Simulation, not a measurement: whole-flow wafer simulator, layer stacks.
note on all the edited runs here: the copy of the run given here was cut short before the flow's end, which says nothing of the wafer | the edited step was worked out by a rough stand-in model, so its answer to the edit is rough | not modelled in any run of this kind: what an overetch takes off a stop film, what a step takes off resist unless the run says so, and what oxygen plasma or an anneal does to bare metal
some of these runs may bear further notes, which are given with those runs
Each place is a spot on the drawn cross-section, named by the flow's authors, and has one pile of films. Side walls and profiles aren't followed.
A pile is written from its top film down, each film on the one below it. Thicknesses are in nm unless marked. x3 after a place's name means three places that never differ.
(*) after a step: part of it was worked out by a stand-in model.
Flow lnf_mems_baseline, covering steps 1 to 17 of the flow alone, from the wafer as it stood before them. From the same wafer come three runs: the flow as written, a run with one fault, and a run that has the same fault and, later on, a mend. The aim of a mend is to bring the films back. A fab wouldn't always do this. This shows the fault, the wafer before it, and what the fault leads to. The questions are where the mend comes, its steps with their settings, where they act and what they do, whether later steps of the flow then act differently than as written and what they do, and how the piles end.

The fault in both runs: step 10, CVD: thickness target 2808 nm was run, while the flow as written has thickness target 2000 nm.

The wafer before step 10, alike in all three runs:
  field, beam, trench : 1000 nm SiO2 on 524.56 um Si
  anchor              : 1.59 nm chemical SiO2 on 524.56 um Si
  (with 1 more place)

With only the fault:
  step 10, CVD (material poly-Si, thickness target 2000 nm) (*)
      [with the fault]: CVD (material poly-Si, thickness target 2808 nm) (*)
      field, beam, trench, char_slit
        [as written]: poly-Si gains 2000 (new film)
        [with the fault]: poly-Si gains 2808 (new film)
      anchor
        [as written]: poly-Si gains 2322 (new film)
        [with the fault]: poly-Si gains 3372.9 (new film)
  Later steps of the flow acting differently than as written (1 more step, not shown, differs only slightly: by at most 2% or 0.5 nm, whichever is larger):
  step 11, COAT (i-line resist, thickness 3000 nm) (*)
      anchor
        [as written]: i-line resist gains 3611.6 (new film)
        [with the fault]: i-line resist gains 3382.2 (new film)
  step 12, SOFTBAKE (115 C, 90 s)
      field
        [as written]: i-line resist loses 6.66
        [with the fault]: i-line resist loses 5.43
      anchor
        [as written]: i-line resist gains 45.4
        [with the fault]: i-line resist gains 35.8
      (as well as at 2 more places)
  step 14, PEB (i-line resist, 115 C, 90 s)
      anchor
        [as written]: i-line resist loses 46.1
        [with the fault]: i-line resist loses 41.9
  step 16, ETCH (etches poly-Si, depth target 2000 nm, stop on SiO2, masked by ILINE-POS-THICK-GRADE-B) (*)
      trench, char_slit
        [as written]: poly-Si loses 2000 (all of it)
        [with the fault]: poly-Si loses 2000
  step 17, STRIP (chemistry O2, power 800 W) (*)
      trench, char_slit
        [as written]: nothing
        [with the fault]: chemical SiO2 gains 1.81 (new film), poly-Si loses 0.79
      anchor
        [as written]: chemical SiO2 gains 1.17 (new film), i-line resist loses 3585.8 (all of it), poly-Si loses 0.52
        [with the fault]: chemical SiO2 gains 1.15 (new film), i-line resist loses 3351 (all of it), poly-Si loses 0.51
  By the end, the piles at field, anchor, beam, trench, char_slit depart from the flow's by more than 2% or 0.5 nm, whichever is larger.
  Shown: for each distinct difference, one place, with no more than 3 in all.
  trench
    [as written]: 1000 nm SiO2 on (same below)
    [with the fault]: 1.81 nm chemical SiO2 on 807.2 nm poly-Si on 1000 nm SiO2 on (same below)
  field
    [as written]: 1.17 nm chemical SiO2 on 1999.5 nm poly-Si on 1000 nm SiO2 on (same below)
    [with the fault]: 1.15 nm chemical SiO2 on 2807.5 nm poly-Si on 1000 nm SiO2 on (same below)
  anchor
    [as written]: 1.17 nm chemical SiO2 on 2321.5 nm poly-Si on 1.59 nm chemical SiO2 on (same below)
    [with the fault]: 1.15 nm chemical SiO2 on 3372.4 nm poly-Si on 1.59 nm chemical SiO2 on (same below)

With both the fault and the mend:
  After step 10 comes the mend.
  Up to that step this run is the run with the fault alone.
  step 10a, ETCH (chemistry tmah, depth target 3782 nm)
      field, beam, trench, char_slit
        poly-Si loses 2808 (all of it)
      anchor
        poly-Si loses 3372.9 (all of it)
  step 10b, CLEAN (chemistry SC1/SC2) (a further turn of the flow's step 1)
      leaves every film unchanged at each place that is followed
  step 10c, CVD (material poly-Si, thickness target 2000 nm) (*) (a further turn of the flow's step 10)
      field, beam, trench, char_slit
        poly-Si gains 2000 (new film)
      anchor
        poly-Si gains 2322 (new film)
  Later steps of the flow that are run all act as written at every place that is followed.
  At every place that both follow, the piles at the end match the flow's.
